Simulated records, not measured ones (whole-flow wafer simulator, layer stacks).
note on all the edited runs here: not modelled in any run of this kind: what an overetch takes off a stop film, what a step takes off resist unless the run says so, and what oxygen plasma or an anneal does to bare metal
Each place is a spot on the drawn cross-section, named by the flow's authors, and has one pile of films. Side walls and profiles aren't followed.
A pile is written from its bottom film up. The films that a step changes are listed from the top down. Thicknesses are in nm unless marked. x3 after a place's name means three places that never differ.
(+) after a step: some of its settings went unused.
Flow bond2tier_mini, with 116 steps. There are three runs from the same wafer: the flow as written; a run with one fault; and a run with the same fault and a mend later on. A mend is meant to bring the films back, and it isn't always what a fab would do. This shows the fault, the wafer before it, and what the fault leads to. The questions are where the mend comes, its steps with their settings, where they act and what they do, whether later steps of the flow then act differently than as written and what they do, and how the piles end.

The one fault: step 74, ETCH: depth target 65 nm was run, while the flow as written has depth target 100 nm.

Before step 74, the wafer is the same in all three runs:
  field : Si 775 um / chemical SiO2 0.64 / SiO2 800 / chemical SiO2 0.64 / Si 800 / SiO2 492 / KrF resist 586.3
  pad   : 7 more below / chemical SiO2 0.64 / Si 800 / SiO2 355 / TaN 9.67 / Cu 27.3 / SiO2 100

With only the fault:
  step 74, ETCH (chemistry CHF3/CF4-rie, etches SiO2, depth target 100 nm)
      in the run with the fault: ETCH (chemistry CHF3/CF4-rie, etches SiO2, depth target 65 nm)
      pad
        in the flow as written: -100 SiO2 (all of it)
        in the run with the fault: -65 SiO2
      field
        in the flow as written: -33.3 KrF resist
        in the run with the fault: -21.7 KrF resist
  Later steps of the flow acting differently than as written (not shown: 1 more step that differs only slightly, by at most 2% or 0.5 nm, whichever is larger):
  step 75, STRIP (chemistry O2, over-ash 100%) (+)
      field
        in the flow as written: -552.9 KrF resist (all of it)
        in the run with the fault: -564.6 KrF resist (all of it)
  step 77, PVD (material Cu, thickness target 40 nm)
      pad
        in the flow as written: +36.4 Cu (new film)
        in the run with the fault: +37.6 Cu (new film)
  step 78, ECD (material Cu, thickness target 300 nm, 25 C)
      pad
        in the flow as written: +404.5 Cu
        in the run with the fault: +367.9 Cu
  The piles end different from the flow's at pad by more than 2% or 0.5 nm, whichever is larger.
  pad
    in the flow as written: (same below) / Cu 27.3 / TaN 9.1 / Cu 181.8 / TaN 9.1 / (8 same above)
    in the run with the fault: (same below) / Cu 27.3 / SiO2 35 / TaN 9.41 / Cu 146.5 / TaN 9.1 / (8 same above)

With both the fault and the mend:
  After step 74 comes the mend.
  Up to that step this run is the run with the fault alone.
  step 74a, ETCH (chemistry CHF3/CF4-rie, etches SiO2, depth target 35 nm) (the flow's step 74, run once more with other settings)
      field
        -11.7 KrF resist
      pad
        -35 SiO2 (all of it)
  Every later step of the flow that is run acts as written at every place that is followed.
  At every place that both follow, the piles at the end match the flow's.
